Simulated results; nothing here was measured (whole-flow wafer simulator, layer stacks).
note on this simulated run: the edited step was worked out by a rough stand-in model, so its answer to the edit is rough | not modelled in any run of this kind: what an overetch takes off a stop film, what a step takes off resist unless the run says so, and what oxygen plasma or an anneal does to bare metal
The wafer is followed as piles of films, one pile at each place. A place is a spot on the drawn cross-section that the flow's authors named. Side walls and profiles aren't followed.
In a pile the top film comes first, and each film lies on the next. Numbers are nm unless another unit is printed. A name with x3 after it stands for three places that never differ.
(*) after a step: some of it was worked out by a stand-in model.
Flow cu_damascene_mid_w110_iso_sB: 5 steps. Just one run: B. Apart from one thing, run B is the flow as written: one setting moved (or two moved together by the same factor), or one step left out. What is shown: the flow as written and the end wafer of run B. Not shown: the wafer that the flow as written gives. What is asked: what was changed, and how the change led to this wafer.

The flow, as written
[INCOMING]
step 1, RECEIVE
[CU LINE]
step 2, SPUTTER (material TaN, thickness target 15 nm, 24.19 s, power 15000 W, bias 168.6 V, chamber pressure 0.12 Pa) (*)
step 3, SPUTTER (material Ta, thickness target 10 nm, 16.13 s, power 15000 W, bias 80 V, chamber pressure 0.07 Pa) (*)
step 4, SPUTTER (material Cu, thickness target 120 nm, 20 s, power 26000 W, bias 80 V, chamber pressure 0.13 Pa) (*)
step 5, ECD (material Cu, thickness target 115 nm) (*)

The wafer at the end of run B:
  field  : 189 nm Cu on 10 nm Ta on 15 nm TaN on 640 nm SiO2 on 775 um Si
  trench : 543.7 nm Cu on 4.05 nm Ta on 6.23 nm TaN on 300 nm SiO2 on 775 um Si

Cause: step 5, ECD: thickness target 69 nm was run, while the flow as written has thickness target 115 nm.

The path from the change to this, step by step:
  step 5, ECD (material Cu, thickness target 115 nm) (*)
      field: Cu gains 69 (in the flow as written it would be: Cu gains 115)
      trench: Cu gains 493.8 (in the flow as written it would be: Cu gains 539.8)
